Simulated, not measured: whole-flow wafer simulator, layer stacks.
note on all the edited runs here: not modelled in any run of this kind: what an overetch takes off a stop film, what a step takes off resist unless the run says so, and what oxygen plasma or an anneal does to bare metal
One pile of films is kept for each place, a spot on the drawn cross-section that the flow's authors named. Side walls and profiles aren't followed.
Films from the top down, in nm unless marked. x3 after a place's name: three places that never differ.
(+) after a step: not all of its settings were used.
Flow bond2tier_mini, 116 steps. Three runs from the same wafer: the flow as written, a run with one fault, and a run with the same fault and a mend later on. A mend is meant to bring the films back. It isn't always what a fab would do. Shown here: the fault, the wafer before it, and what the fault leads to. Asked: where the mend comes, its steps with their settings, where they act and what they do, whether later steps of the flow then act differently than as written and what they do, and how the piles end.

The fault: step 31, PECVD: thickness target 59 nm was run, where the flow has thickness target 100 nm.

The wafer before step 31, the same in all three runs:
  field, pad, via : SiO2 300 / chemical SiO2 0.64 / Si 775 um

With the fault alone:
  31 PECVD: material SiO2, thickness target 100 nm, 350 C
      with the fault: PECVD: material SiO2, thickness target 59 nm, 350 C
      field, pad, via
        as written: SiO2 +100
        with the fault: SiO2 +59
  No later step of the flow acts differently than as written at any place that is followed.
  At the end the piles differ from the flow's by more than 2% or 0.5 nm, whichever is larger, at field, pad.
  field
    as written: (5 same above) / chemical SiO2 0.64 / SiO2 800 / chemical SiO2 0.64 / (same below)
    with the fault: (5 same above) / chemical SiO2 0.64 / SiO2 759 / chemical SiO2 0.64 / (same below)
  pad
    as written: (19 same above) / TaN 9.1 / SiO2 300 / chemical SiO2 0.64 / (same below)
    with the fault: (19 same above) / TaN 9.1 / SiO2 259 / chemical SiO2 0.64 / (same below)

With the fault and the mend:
  The mend comes after step 36.
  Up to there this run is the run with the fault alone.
  36a STRIP: chemistry O2, over-ash 100% (+)
      field
        KrF resist -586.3 (all of it)
  36b PECVD: material SiO2, thickness target 41 nm, 350 C (the flow's step 31 once more, with other settings)
      field, pad, via
        SiO2 +41
  36c COAT: KrF resist, thickness 600 nm (the flow's step 32 once more)
      field, pad, via
        KrF resist +600 (new film)
  36d SOFTBAKE: KrF resist (the flow's step 33 once more)
      changes no film at any place that is followed
  36e EXPOSE: photomask APAD, NA 0.6 (the flow's step 34 once more)
      changes no film at any place that is followed
  36f PEB: KrF resist (the flow's step 35 once more)
      changes no film at any place that is followed
  36g DEVELOP: developer TMAH-0.26N, 60 s (the flow's step 36 once more)
      pad, via
        KrF resist -600 (all of it)
      field
        KrF resist -13.7
  No later step of the flow acts differently than as written at any place that is followed.
  At the end the piles are the same as the flow's at every place that both follow.
